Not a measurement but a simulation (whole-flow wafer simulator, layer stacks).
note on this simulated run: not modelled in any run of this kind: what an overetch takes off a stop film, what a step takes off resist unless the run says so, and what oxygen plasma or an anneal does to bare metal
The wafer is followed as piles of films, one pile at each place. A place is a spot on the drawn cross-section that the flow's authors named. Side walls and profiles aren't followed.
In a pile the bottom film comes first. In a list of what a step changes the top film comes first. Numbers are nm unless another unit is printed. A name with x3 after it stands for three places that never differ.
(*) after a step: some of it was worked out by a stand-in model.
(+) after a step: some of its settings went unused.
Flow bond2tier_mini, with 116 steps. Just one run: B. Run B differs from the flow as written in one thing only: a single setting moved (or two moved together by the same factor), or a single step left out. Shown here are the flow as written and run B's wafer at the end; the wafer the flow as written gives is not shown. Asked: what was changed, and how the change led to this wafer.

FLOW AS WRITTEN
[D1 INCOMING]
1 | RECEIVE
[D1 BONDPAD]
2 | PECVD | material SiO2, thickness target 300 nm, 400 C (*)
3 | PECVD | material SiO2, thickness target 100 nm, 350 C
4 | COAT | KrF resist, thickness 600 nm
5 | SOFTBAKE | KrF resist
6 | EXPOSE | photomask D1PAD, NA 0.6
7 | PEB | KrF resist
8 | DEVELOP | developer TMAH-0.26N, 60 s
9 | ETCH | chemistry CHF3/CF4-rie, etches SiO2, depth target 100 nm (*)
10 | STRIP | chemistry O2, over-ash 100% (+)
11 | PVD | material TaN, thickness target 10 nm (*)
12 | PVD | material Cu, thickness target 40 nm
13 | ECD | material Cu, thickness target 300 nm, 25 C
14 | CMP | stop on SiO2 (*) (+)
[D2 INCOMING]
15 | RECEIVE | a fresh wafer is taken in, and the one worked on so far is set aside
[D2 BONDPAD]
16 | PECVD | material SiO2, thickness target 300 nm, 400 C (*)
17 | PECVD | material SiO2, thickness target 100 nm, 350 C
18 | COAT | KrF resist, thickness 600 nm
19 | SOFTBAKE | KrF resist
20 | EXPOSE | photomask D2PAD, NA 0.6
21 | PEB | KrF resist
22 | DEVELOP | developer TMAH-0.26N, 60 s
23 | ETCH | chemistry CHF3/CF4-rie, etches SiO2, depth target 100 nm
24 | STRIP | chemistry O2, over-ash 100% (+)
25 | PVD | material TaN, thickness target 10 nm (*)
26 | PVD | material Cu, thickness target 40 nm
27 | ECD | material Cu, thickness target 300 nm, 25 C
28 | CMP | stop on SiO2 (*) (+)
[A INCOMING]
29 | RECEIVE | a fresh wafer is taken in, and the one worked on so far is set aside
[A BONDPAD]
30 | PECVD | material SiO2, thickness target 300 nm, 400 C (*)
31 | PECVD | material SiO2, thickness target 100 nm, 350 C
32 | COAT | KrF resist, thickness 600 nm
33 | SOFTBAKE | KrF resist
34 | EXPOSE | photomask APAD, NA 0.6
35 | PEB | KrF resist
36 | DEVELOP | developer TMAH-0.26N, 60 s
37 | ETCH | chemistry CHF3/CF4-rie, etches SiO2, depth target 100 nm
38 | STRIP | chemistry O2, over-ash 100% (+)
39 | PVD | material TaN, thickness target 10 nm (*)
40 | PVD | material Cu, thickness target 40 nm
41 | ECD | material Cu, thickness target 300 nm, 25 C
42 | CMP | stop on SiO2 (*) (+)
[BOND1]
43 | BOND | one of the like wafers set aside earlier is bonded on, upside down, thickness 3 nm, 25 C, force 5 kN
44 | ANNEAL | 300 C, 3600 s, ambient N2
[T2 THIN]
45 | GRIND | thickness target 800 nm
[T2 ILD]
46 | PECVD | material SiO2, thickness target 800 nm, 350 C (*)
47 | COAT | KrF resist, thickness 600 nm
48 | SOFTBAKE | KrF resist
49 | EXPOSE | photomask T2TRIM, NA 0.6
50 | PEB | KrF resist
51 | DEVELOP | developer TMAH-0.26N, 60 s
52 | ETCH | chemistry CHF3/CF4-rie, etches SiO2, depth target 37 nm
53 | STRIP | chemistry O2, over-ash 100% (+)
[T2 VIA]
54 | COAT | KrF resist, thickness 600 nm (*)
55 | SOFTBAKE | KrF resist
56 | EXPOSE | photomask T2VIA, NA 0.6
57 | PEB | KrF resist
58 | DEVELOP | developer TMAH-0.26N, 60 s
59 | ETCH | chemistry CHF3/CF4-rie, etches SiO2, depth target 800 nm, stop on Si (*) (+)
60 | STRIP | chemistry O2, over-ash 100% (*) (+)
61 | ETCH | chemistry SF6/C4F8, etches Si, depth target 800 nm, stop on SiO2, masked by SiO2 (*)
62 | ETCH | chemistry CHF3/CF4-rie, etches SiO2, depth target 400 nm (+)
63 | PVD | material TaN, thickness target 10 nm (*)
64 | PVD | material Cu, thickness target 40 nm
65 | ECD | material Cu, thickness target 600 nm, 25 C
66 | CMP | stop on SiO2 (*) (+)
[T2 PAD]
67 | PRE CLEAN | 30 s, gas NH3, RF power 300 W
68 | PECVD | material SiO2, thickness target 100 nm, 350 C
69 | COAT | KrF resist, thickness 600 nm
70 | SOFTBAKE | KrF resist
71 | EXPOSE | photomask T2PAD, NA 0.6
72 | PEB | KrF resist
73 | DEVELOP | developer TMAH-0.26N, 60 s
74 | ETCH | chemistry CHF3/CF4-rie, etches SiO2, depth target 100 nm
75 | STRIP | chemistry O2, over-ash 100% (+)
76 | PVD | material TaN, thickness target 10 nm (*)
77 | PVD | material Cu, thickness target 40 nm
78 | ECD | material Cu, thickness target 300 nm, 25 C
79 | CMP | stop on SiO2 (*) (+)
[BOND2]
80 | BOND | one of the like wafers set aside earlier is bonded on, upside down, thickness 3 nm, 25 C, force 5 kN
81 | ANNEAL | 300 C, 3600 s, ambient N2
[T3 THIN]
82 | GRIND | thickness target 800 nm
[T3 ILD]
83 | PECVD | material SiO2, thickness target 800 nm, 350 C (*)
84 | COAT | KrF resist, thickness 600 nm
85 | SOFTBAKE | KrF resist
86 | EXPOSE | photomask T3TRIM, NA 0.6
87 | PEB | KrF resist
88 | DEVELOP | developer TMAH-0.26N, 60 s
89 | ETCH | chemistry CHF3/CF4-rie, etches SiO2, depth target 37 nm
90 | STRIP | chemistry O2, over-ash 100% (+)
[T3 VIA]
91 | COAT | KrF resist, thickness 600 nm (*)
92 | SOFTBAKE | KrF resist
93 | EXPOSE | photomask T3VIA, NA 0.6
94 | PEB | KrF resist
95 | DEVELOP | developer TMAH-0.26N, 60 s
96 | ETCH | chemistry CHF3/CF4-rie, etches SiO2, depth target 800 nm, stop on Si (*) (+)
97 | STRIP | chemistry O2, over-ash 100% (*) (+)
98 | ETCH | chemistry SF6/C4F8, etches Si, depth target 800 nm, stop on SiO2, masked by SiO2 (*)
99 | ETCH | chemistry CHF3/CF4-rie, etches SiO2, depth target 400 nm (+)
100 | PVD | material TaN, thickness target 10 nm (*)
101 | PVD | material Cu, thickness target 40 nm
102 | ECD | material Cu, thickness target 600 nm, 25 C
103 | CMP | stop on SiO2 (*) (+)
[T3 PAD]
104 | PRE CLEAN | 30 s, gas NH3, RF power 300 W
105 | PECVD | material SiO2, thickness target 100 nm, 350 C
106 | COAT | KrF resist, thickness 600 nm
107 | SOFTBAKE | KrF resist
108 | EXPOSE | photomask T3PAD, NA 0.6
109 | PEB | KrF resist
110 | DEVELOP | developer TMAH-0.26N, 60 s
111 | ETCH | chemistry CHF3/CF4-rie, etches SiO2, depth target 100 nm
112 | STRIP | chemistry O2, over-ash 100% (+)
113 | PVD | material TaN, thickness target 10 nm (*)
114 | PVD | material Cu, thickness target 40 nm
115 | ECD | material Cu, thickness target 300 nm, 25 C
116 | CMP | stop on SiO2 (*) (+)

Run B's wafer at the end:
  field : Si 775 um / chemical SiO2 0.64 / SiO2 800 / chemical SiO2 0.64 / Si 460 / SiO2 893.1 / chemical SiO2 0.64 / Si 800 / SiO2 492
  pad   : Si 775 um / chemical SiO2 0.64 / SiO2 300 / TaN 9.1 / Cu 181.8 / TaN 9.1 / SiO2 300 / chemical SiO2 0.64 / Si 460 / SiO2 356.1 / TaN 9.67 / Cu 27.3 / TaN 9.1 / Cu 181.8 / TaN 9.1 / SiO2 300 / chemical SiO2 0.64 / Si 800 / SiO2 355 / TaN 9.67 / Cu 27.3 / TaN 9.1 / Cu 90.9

Cause: step 45, GRIND: thickness target 460 nm was run, though the flow has thickness target 800 nm.
One can read it off the wafer: field has Si 460, and step 45 as written asks for 800 nm.

How this came from the change, step by step:
  45 | GRIND | thickness target 800 nm
      field, pad, via: -774.54 um Si (it would be, as written: -774.2 um Si)
  61 | ETCH | chemistry SF6/C4F8, etches Si, depth target 800 nm, stop on SiO2, masked by SiO2 (*)
      field, pad: -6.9 SiO2 (it would be, as written: -8 SiO2)
